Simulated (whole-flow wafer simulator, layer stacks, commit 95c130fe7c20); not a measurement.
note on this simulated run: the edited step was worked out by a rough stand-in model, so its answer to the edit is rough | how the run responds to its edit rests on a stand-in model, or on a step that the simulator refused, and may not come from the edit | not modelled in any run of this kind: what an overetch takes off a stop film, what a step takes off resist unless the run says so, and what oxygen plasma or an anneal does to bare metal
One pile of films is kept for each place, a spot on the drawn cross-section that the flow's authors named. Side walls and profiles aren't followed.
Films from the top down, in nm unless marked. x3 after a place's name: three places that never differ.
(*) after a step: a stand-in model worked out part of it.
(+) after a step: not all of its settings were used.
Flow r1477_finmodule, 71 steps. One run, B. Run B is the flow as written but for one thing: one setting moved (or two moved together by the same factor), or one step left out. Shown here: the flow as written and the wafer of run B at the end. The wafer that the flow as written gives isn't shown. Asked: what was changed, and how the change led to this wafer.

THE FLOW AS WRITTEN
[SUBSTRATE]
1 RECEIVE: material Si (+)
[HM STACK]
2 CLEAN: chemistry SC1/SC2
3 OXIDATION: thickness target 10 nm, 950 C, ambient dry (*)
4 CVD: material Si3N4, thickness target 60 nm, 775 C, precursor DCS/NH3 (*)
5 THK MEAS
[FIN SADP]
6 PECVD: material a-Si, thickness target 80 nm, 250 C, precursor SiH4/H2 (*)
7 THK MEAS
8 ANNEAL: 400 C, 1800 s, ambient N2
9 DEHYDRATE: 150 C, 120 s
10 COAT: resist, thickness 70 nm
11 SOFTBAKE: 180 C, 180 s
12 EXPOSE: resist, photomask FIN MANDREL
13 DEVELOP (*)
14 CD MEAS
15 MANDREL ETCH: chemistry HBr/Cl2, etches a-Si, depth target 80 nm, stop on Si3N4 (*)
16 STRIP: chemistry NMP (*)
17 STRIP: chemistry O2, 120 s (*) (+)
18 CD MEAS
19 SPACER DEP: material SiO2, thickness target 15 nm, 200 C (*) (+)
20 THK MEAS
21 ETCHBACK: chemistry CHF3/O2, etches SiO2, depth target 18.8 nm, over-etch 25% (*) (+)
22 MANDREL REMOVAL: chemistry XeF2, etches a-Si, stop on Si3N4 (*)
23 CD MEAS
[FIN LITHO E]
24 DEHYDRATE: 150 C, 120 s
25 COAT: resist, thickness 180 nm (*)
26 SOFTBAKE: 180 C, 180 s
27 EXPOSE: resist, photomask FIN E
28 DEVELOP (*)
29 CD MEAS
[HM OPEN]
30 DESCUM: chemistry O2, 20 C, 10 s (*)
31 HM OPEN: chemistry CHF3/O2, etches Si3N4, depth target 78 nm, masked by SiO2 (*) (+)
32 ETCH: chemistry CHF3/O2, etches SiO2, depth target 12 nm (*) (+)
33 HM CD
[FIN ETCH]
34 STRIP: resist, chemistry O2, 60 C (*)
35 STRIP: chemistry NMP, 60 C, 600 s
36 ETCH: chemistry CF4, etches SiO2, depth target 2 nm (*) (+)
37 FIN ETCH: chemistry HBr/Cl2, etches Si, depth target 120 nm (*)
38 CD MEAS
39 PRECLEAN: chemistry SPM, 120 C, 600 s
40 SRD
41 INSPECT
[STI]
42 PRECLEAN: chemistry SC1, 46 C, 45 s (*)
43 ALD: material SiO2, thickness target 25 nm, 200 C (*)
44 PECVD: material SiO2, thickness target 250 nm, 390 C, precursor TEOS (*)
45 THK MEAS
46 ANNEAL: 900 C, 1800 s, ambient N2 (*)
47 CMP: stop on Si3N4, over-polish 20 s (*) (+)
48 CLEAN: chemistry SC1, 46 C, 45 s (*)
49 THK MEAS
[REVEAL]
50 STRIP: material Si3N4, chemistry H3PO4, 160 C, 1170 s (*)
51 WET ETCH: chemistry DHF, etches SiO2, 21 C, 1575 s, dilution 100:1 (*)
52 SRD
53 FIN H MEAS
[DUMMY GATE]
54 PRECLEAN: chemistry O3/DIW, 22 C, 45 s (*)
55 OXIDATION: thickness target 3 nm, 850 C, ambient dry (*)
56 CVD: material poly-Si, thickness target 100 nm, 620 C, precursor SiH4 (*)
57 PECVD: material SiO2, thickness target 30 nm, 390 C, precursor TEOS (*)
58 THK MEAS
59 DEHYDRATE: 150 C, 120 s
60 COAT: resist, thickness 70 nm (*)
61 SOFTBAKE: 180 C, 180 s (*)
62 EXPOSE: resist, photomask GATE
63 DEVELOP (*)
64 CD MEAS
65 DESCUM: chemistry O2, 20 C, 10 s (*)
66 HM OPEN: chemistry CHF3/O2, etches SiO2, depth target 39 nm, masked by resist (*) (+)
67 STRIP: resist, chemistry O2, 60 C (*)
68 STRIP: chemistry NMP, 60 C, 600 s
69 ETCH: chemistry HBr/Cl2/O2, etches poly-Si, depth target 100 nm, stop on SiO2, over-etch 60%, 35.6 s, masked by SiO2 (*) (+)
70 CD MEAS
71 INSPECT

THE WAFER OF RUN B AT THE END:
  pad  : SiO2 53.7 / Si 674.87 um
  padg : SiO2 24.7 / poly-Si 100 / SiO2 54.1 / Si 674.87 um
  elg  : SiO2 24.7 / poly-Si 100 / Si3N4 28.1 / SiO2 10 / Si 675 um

The cause: step 51, WET ETCH: 2481 s was run, where the flow has 1575 s.

How the change led to this, step by step:
  51 WET ETCH: chemistry DHF, etches SiO2, 21 C, 1575 s, dilution 100:1 (*)
      pad, padg, e40sg and 12 more: SiO2 -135 (as written it would be: SiO2 -85.7)
      elg, e40lg, e100lg, e200lg, elo, e40lo, e100lo, e200lo: SiO2 -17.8 (all of it), Si3N4 -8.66 (as written it would be: SiO2 -17.8 (all of it), Si3N4 -4.97)
      (and at 7 more places)
  56 CVD: material poly-Si, thickness target 100 nm, 620 C, precursor SiH4 (*)
      s40cg, s40co: poly-Si +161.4 (new film) (as written it would be: poly-Si +113.9 (new film))
      s45cg, s45co: poly-Si +161.4 (new film) (as written it would be: poly-Si +113.4 (new film))
      (and at 3 more places)
  60 COAT: resist, thickness 70 nm (*)
      e40lg, e100lg, e200lg, elo, e40lo, e100lo, e200lo: resist +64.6 (new film) (as written it would be: resist +66.9 (new film))
      e40sg, eso, e40so: resist +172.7 (new film) (as written it would be: resist +129.5 (new film))
      (and at 18 more places)
  63 DEVELOP (*)
      elo, e40lo, e100lo, e200lo: resist -64.6 (all of it) (as written it would be: resist -66.9 (all of it))
      eso, e40so: resist -172.7 (all of it) (as written it would be: resist -129.5 (all of it))
      (and at 9 more places)
  67 STRIP: resist, chemistry O2, 60 C (*)
      e40lg, e100lg, e200lg: resist -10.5 (all of it) (as written it would be: resist -12.8 (all of it))
      e40sg: resist -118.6 (all of it) (as written it would be: resist -75.4 (all of it))
      (and at 11 more places)
  69 ETCH: chemistry HBr/Cl2/O2, etches poly-Si, depth target 100 nm, stop on SiO2, over-etch 60%, 35.6 s, masked by SiO2 (*) (+)
      s40co: chemical SiO2 -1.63 (all of it), poly-Si -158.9 (all of it) (as written it would be: chemical SiO2 -1.46 (all of it), poly-Si -111.5 (all of it), SiO2 -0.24)
      s45co: chemical SiO2 -1.63 (all of it), poly-Si -158.9 (all of it) (as written it would be: chemical SiO2 -1.46 (all of it), poly-Si -110.9 (all of it), SiO2 -0.25)
      (and at 1 more place)
